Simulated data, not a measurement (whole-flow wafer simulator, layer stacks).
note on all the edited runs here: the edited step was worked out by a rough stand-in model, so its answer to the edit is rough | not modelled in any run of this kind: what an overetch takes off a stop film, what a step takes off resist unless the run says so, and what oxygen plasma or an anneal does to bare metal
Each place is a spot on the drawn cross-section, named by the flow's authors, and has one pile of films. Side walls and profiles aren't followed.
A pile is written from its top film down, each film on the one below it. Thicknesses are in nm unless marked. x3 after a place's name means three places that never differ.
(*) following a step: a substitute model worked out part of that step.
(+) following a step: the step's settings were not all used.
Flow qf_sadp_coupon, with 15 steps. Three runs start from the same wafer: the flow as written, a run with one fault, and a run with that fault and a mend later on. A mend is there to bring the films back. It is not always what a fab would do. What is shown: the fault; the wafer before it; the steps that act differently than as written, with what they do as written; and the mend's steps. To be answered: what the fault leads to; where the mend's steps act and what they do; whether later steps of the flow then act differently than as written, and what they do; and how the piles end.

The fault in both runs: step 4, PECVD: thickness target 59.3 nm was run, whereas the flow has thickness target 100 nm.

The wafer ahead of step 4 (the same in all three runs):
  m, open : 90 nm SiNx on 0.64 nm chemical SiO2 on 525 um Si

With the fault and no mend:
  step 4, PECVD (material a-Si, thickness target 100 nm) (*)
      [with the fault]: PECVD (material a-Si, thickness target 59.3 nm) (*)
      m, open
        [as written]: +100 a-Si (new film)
        [with the fault]: +59.3 a-Si (new film)
  Steps further on in the flow that do not act as written:
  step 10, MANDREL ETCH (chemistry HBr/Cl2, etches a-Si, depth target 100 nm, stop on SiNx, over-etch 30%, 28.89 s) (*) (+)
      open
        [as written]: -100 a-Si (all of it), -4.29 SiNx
        [with the fault]: -59.3 a-Si (all of it), -10.1 SiNx
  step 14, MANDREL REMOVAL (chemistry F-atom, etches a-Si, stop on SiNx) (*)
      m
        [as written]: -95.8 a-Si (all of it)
        [with the fault]: -55.1 a-Si (all of it)
  At open, the piles at the end differ from the flow's by more than 2% or 0.5 nm, whichever is larger.
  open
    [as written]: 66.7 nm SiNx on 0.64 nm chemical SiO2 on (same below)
    [with the fault]: 60.9 nm SiNx on 0.64 nm chemical SiO2 on (same below)

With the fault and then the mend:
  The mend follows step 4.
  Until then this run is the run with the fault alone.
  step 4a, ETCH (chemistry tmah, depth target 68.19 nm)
      m, open
        -59.3 a-Si (all of it)
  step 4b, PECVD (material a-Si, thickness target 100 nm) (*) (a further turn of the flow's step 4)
      m, open
        +100 a-Si (new film)
  Every later step of the flow that is run acts as written at every place that is followed.
  By the end, the piles equal the flow's at every place that both follow.
